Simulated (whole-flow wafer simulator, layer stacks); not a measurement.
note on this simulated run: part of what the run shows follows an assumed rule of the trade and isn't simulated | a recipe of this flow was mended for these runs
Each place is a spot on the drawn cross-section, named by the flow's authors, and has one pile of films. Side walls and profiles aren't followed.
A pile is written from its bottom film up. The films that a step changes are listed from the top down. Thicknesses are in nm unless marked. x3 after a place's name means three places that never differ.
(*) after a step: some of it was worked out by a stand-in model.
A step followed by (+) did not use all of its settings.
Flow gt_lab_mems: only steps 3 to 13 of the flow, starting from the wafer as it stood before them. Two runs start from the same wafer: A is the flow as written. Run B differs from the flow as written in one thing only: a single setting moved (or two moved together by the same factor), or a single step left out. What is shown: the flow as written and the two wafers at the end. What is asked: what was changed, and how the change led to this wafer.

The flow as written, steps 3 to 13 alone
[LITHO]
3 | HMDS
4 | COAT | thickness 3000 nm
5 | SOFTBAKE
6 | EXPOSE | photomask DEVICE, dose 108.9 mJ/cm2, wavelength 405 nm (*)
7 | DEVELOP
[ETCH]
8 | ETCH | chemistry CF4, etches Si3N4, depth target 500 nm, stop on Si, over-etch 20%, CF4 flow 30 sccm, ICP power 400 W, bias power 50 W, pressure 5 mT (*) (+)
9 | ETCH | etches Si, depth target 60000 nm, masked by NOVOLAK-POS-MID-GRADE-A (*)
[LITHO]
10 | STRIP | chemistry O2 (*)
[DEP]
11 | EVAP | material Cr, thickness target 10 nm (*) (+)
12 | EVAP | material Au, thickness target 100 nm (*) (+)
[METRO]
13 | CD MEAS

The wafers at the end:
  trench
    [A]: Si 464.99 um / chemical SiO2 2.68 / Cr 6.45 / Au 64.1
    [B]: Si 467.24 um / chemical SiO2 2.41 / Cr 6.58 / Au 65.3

What caused this: step 4, COAT: thickness 2280 nm was run, whereas the flow has thickness 3000 nm; step 8, ETCH: depth target 380 nm was run, where the flow has depth target 500 nm.

How this came from the change, step by step:
  4 | COAT | thickness 3000 nm
      field, trench: A g/i-line-resist gains 3000 (new film) | B g/i-line-resist gains 2280 (new film)
  7 | DEVELOP
      trench: A g/i-line-resist loses 3000 (all of it) | B g/i-line-resist loses 2280 (all of it)
  8 | ETCH | chemistry CF4, etches Si3N4, depth target 500 nm, stop on Si, over-etch 20%, CF4 flow 30 sccm, ICP power 400 W, bias power 50 W, pressure 5 mT (*) (+)
      trench: A Si3N4 loses 500 (all of it), chemical SiO2 loses 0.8 (all of it), Si loses 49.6 | B Si3N4 loses 456
      field: A g/i-line-resist loses 400 | B g/i-line-resist loses 304
  9 | ETCH | etches Si, depth target 60000 nm, masked by NOVOLAK-POS-MID-GRADE-A (*)
      trench: A Si loses 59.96 um | B Si3N4 loses 44 (all of it), chemical SiO2 loses 0.8 (all of it), Si loses 57.76 um
  10 | STRIP | chemistry O2 (*)
      field: A g/i-line-resist loses 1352 (all of it) | B g/i-line-resist loses 728 (all of it)
